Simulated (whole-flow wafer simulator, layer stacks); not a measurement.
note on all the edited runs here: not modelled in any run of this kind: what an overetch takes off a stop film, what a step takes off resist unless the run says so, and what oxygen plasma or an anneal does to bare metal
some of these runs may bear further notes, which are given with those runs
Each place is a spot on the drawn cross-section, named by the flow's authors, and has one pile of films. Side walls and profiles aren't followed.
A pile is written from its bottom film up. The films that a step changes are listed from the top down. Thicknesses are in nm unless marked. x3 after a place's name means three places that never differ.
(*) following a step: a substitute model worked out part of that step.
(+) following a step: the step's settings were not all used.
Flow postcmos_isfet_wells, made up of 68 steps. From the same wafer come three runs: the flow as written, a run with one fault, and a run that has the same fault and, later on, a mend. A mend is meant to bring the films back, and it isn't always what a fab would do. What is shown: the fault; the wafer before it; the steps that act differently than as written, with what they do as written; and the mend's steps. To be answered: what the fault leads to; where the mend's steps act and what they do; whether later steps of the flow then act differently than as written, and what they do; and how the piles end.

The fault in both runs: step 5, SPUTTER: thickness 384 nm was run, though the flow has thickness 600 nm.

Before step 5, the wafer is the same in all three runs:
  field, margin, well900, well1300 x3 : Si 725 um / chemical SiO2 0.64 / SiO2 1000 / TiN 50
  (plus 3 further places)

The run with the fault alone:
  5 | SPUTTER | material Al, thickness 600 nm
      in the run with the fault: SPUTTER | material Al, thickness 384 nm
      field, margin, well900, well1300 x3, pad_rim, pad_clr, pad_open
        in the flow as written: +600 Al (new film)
        in the run with the fault: +384 Al (new film)
  Steps further on in the flow that do not act as written:
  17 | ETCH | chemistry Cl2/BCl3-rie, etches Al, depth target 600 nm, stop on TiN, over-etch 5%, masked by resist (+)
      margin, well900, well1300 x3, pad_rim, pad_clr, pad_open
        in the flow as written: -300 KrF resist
        in the run with the fault: -201.6 KrF resist
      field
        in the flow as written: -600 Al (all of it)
        in the run with the fault: -384 Al (all of it)
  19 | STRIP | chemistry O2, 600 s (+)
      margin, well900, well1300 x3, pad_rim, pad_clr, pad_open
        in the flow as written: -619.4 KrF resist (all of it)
        in the run with the fault: -717.8 KrF resist (all of it)
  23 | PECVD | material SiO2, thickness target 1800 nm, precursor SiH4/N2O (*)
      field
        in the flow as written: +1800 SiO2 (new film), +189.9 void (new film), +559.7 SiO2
        in the run with the fault: +2333.6 SiO2
  By the end, the piles at field, margin, well900, well1300 x3, pad_rim, pad_clr, pad_open depart from the flow's by more than 2% or 0.5 nm, whichever is larger.
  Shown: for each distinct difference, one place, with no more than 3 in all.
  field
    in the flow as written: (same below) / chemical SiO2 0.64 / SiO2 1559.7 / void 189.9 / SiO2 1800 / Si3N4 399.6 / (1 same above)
    in the run with the fault: (same below) / chemical SiO2 0.64 / SiO2 3333.6 / Si3N4 399.6 / (1 same above)
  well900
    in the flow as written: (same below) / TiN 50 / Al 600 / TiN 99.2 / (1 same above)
    in the run with the fault: (same below) / TiN 50 / Al 384 / TiN 99.2 / (1 same above)
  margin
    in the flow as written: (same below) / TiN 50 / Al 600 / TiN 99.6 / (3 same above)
    in the run with the fault: (same below) / TiN 50 / Al 384 / TiN 99.6 / (3 same above)

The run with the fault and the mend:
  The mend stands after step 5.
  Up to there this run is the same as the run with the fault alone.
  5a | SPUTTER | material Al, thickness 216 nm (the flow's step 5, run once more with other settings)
      field, margin, well900, well1300 x3, pad_rim, pad_clr, pad_open
        +216 Al
  None of the later steps of the flow acts differently than as written at any place that is followed.
  By the end, the piles equal the flow's at every place that both follow.
